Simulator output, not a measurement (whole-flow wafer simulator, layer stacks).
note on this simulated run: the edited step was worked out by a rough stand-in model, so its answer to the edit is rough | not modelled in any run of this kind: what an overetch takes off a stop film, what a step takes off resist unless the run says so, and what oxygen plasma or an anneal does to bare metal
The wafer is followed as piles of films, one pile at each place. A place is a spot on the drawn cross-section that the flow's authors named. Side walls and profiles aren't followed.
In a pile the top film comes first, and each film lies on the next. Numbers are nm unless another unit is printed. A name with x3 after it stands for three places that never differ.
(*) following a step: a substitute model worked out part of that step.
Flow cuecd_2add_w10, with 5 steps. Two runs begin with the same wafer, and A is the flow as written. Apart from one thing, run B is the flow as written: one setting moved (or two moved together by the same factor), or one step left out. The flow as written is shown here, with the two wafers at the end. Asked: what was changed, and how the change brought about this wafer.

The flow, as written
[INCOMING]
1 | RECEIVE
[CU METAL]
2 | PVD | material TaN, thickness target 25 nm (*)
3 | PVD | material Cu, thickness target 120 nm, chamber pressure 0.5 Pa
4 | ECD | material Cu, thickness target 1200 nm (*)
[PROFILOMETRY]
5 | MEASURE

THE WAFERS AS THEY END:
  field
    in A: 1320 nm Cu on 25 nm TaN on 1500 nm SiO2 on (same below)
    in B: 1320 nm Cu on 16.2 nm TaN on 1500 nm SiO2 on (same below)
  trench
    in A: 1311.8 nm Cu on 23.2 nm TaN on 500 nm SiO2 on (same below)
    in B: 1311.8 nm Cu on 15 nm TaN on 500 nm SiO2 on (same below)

What caused this: step 2, PVD: thickness target 16.2 nm was run, whereas the flow has thickness target 25 nm.
One can read it off the wafer: field has TaN 16.2, and step 2 as written asks for 25 nm.

How this came from the change, step by step:
  2 | PVD | material TaN, thickness target 25 nm (*)
      field: A +25 TaN (new film) | B +16.2 TaN (new film)
      trench: A +23.2 TaN (new film) | B +15 TaN (new film)
